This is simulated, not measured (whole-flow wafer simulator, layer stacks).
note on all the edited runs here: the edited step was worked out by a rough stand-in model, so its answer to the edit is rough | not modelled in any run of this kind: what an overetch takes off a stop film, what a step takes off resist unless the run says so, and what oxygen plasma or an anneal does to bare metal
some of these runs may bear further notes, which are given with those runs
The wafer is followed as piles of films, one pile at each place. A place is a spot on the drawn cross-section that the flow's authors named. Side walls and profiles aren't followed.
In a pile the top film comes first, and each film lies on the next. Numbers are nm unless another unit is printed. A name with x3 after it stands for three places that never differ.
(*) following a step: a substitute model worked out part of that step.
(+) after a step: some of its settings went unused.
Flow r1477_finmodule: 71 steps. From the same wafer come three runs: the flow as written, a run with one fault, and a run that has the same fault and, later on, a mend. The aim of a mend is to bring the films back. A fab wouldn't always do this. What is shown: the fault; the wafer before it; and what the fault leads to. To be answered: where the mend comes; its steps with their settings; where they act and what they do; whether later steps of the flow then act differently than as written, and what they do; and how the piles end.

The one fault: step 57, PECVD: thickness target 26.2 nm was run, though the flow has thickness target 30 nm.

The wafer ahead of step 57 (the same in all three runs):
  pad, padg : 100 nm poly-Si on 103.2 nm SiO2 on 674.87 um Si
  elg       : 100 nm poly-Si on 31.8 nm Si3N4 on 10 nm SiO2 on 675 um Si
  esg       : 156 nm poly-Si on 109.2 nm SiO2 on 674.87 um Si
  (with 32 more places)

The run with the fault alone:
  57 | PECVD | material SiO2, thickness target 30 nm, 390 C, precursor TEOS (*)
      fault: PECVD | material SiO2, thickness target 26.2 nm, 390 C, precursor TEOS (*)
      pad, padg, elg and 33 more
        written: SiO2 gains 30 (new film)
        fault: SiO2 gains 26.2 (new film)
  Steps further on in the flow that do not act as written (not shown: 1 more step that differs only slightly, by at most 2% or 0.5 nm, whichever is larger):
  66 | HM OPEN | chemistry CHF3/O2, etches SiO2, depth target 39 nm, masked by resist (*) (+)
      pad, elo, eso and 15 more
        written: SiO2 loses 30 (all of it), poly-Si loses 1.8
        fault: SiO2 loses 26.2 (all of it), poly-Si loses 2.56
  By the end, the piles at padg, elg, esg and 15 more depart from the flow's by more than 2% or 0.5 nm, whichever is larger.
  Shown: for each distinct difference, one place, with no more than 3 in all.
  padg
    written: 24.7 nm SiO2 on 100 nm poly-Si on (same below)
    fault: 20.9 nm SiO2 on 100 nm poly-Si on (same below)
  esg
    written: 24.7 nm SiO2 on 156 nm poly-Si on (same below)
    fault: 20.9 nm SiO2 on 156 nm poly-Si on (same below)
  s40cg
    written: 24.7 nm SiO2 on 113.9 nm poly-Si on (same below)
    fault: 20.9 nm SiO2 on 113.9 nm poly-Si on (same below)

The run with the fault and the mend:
  The mend follows step 58.
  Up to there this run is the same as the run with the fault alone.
  58a | PECVD | material SiO2, thickness target 3.8 nm, 390 C, precursor TEOS (*) (the flow's step 57 again, with other settings)
      pad, padg, elg and 33 more
        SiO2 gains 3.8
  Later steps of the flow that are run all act as written at every place that is followed.
  By the end, the piles equal the flow's at every place that both follow.
